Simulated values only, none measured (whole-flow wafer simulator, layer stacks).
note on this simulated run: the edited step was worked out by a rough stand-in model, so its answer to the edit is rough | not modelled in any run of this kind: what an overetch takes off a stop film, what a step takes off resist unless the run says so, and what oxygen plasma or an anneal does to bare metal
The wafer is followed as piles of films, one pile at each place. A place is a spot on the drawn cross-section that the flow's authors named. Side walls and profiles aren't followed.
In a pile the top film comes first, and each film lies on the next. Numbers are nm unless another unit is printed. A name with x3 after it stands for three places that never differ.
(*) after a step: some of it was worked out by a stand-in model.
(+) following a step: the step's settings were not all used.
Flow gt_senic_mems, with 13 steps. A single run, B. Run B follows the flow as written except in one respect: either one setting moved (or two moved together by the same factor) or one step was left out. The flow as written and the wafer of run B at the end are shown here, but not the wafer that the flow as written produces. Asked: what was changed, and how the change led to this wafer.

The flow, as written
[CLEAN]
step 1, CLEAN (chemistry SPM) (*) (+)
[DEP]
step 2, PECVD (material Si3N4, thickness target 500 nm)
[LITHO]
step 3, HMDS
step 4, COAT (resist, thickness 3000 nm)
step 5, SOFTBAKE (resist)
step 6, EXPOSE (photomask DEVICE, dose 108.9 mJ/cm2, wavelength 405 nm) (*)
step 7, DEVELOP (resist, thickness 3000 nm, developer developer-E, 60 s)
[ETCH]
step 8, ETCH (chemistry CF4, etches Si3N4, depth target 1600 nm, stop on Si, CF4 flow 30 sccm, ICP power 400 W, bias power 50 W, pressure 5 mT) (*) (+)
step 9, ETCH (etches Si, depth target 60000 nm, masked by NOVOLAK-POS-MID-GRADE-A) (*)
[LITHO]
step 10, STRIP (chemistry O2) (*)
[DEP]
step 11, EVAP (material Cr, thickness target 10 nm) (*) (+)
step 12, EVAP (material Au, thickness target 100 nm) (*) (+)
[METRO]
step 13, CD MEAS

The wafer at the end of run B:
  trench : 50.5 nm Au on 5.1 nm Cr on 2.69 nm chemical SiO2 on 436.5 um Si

Cause: step 9, ETCH: depth target 88500 nm was run, whereas the flow has depth target 60000 nm.

The path from the change to this, step by step:
  step 9, ETCH (etches Si, depth target 60000 nm, masked by NOVOLAK-POS-MID-GRADE-A) (*)
      field: -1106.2 resist (as written it would have been: -750 resist)
      trench: -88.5 um Si (as written it would have been: -60 um Si)
  step 10, STRIP (chemistry O2) (*)
      field: -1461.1 resist (all of it) (as written it would have been: -1817.3 resist (all of it))
  step 11, EVAP (material Cr, thickness target 10 nm) (*) (+)
      trench: +5.1 Cr (new film) (as written it would have been: +6.45 Cr (new film))
  step 12, EVAP (material Au, thickness target 100 nm) (*) (+)
      trench: +50.5 Au (new film) (as written it would have been: +64.1 Au (new film))
